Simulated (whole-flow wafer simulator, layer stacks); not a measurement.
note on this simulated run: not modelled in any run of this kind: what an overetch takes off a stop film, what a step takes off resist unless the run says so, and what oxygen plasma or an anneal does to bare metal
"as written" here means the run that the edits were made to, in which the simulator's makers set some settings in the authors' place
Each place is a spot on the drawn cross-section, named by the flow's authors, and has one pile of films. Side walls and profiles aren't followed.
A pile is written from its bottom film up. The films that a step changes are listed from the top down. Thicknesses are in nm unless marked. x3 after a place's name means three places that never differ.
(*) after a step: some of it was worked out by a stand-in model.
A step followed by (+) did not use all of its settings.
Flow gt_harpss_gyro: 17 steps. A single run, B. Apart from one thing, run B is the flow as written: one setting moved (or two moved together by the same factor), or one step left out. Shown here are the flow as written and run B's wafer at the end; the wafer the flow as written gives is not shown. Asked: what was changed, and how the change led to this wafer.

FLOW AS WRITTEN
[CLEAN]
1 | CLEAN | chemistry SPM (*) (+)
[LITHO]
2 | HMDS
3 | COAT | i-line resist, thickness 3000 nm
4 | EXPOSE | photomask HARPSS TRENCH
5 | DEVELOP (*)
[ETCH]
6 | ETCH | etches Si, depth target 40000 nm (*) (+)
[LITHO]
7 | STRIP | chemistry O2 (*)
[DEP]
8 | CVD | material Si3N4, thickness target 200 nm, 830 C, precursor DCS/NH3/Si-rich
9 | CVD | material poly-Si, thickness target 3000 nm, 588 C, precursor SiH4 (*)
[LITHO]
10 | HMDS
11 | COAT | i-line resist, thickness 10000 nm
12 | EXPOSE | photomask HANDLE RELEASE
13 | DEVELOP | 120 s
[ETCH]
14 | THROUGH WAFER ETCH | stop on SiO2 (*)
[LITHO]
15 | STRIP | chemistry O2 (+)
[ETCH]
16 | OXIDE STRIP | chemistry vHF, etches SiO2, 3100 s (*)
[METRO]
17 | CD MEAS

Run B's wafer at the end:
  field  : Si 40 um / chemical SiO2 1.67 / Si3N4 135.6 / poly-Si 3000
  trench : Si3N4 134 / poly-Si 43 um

What caused this: step 8, CVD: 791 C was run, whereas the flow has 830 C.

How this came from the change, step by step:
  8 | CVD | material Si3N4, thickness target 200 nm, 830 C, precursor DCS/NH3/Si-rich
      field: Si3N4 gains 135.6 (new film) (it would be, as written: Si3N4 gains 200 (new film))
      trench: Si3N4 gains 134 (new film) (it would be, as written: Si3N4 gains 195.9 (new film))
  9 | CVD | material poly-Si, thickness target 3000 nm, 588 C, precursor SiH4 (*)
      trench: poly-Si gains 43 um (new film) (it would be, as written: poly-Si gains 43.01 um (new film))
